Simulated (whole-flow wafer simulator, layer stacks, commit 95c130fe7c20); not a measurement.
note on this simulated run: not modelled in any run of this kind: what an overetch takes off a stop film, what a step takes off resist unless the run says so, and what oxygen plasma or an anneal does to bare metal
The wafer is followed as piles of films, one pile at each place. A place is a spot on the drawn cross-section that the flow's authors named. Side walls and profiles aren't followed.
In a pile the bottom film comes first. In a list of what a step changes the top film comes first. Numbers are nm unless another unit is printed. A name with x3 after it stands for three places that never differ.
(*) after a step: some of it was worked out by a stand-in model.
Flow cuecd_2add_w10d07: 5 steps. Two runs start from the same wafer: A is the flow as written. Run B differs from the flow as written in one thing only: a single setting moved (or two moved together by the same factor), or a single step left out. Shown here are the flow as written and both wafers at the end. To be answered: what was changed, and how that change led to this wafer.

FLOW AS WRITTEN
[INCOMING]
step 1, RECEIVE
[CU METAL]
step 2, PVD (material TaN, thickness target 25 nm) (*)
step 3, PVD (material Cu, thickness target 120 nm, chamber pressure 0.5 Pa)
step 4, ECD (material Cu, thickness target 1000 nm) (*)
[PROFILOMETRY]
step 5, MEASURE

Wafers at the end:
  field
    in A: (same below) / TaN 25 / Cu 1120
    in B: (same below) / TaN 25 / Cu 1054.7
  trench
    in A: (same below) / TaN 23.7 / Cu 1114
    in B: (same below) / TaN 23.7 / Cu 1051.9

What caused this: step 3, PVD: thickness target 54.7 nm was run, whereas the flow has thickness target 120 nm.

How this came from the change, step by step:
  step 3, PVD (material Cu, thickness target 120 nm, chamber pressure 0.5 Pa)
      field: A +120 Cu (new film) | B +54.7 Cu (new film)
      trench: A +114 Cu (new film) | B +51.9 Cu (new film)
